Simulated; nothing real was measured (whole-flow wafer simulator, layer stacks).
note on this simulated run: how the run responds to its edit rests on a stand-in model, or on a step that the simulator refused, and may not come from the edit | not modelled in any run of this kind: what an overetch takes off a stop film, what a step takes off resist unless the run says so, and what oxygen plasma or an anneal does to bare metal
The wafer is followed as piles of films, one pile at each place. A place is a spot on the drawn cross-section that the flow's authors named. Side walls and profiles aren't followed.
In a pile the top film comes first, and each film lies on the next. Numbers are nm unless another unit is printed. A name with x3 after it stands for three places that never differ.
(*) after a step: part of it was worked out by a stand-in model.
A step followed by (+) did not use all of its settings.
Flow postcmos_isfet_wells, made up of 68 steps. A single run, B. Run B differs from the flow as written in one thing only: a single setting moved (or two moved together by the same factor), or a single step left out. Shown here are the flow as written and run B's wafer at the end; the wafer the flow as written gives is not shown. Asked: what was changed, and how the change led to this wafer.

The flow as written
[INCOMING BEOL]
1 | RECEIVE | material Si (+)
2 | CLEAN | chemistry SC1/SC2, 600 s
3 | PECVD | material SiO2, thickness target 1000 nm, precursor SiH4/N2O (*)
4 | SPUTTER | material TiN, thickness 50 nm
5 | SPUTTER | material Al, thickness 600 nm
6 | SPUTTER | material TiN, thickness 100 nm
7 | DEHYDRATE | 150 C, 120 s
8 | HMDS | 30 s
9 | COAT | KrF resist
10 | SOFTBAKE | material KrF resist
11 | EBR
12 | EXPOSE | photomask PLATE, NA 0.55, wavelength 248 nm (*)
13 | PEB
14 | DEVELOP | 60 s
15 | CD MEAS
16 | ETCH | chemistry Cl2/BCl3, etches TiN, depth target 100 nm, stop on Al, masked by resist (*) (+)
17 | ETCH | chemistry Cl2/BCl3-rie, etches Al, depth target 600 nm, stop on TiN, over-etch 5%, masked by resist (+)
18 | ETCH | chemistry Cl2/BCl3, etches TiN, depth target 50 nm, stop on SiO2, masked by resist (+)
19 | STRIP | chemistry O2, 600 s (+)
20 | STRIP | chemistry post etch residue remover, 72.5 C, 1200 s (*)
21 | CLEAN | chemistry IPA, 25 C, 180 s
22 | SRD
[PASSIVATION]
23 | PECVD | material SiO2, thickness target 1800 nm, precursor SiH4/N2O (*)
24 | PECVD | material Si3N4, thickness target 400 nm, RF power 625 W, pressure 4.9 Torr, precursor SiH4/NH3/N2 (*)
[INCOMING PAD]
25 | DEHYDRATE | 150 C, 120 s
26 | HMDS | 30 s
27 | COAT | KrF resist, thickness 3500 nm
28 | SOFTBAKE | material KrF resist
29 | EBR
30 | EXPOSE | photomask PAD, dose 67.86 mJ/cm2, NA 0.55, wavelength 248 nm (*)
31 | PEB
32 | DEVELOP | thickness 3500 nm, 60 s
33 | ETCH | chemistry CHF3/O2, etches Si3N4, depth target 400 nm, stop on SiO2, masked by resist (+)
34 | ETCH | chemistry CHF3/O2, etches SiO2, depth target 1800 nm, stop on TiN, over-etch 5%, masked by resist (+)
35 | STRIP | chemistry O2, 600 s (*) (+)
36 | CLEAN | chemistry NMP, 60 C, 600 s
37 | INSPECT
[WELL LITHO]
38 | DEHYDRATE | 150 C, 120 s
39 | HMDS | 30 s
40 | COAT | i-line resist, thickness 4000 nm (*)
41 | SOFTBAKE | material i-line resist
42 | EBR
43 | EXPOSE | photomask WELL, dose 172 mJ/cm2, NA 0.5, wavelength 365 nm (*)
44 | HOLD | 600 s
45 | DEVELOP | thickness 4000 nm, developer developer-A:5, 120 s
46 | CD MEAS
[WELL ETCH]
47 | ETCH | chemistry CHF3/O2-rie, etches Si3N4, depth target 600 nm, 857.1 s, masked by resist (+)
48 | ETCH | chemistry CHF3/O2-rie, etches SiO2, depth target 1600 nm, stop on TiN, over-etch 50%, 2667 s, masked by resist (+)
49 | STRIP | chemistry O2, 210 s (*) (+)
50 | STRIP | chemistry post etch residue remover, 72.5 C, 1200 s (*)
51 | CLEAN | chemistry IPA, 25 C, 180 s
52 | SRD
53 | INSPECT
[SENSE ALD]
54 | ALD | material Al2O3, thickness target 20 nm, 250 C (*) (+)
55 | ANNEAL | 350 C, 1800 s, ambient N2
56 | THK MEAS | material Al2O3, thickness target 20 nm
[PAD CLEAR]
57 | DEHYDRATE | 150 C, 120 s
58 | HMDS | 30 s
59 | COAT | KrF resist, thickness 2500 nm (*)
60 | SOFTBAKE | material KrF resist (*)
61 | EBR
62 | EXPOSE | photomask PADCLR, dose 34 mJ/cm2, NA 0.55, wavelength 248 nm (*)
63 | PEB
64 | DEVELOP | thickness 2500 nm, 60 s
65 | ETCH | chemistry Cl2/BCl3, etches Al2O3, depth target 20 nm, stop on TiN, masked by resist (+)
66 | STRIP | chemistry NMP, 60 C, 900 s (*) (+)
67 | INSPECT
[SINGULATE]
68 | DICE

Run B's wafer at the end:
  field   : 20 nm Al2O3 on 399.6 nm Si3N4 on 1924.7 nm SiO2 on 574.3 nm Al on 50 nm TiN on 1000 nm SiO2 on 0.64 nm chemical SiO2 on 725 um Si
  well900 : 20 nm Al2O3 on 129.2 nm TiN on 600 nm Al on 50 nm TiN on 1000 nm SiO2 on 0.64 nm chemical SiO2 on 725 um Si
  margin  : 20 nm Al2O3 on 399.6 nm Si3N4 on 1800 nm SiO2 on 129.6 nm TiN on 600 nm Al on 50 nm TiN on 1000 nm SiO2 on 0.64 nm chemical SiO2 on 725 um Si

What caused this: step 6, SPUTTER: thickness 130 nm was run, though the flow has thickness 100 nm.

Step by step, how the change led to this:
  6 | SPUTTER | material TiN, thickness 100 nm
      field, margin, well900 and 6 more: +130 TiN (new film) (in the flow as written it would be: +100 TiN (new film))
  16 | ETCH | chemistry Cl2/BCl3, etches TiN, depth target 100 nm, stop on Al, masked by resist (*) (+)
      field: -100 TiN (in the flow as written it would be: -100 TiN (all of it))
  17 | ETCH | chemistry Cl2/BCl3-rie, etches Al, depth target 600 nm, stop on TiN, over-etch 5%, masked by resist (+)
      field: nothing (in the flow as written it would be: -600 Al (all of it))
  18 | ETCH | chemistry Cl2/BCl3, etches TiN, depth target 50 nm, stop on SiO2, masked by resist (+)
      field: -30 TiN (all of it), -20 Al (in the flow as written it would be: -50 TiN (all of it))
  20 | STRIP | chemistry post etch residue remover, 72.5 C, 1200 s (*)
      field: -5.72 Al (in the flow as written it would be: nothing)
  23 | PECVD | material SiO2, thickness target 1800 nm, precursor SiH4/N2O (*)
      field: +1924.7 SiO2 (new film) (in the flow as written it would be: +1800 SiO2 (new film), +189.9 void (new film), +559.7 SiO2)
If metal films that touch count as one body, field has 1 body; the flow as written gives 0 bodies.
